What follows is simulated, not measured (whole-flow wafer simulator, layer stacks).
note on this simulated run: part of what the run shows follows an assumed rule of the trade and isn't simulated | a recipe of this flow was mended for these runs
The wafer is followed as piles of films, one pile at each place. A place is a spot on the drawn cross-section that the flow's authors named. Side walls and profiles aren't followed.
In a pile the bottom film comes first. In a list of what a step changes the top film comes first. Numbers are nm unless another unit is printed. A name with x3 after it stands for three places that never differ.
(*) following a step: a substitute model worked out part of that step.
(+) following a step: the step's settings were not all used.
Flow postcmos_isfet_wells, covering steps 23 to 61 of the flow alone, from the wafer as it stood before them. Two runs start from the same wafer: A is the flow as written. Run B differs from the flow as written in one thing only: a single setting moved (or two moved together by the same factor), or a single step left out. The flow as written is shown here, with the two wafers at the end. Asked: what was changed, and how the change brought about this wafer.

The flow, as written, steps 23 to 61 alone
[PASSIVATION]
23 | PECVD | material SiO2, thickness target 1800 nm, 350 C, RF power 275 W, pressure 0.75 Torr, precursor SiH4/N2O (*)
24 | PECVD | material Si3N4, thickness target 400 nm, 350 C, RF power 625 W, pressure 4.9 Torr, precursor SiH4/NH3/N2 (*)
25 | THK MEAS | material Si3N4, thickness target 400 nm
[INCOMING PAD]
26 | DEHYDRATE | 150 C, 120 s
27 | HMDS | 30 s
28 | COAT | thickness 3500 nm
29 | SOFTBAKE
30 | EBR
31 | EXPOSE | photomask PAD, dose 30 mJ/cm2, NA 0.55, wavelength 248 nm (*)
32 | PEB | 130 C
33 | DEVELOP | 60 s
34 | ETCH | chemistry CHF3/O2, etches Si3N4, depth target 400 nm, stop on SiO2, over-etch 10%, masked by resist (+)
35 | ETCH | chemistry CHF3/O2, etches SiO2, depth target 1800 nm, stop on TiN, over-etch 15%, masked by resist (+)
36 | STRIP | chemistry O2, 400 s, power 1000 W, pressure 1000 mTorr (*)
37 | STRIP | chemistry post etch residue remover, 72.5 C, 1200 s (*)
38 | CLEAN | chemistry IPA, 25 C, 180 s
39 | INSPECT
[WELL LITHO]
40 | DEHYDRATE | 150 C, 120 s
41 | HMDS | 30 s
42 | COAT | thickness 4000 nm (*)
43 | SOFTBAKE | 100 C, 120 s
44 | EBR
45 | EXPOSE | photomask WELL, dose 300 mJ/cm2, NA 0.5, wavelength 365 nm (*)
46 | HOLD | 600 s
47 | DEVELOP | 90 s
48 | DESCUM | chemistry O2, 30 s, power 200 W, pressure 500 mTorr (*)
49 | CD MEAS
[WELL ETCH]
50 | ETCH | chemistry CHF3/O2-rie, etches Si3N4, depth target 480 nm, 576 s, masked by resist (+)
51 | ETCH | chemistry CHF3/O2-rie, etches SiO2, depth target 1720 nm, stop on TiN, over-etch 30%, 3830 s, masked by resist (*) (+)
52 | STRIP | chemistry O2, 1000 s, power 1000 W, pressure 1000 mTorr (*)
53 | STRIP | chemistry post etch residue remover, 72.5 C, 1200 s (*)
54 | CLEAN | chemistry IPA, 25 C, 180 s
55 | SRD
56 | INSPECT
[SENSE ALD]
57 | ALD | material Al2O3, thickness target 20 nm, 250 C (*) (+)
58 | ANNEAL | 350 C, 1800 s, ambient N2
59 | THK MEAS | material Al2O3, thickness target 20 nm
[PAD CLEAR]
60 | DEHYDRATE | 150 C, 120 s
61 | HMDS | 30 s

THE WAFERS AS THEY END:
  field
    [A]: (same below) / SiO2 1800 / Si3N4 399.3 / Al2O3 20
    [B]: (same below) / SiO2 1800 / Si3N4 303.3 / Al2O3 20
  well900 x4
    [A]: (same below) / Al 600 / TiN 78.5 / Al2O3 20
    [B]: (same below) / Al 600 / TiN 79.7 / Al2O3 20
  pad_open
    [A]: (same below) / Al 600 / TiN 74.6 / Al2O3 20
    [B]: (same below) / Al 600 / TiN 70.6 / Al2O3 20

The reason: step 24, PECVD: thickness target 304 nm was run, whereas the flow has thickness target 400 nm.

How this came from the change, step by step:
  24 | PECVD | material Si3N4, thickness target 400 nm, 350 C, RF power 625 W, pressure 4.9 Torr, precursor SiH4/NH3/N2 (*)
      field, margin x2, well900 x4, pad_clr, pad_open: A Si3N4 gains 400 (new film) | B Si3N4 gains 304 (new film)
  34 | ETCH | chemistry CHF3/O2, etches Si3N4, depth target 400 nm, stop on SiO2, over-etch 10%, masked by resist (+)
      field, margin x2, well900 x4, pad_clr: A thick-KrF-resist loses 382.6 | B thick-KrF-resist loses 290.8
      pad_open: A Si3N4 loses 400 (all of it), SiO2 loses 20 | B Si3N4 loses 304 (all of it), SiO2 loses 68
  35 | ETCH | chemistry CHF3/O2, etches SiO2, depth target 1800 nm, stop on TiN, over-etch 15%, masked by resist (+)
      field, margin x2, well900 x4, pad_clr: A thick-KrF-resist loses 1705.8 | B thick-KrF-resist loses 1659.8
      pad_open: A SiO2 loses 1780 (all of it), TiN loses 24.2 | B SiO2 loses 1732 (all of it), TiN loses 28.2
  36 | STRIP | chemistry O2, 400 s, power 1000 W, pressure 1000 mTorr (*)
      field, margin x2, well900 x4, pad_clr: A thick-KrF-resist loses 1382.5 (all of it) | B thick-KrF-resist loses 1520.4 (all of it)
  43 | SOFTBAKE | 100 C, 120 s
      pad_clr: A thick-g/i-line-resist loses 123 | B thick-g/i-line-resist loses 115.8
      pad_open: A thick-g/i-line-resist gains 73 | B thick-g/i-line-resist gains 70.6
  50 | ETCH | chemistry CHF3/O2-rie, etches Si3N4, depth target 480 nm, 576 s, masked by resist (+)
      well900 x4: A Si3N4 loses 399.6 (all of it), SiO2 loses 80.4 | B Si3N4 loses 303.6 (all of it), SiO2 loses 176.4
  51 | ETCH | chemistry CHF3/O2-rie, etches SiO2, depth target 1720 nm, stop on TiN, over-etch 30%, 3830 s, masked by resist (*) (+)
      well900 x4: A SiO2 loses 1719.6 (all of it), TiN loses 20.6 | B SiO2 loses 1623.6 (all of it), TiN loses 19.5
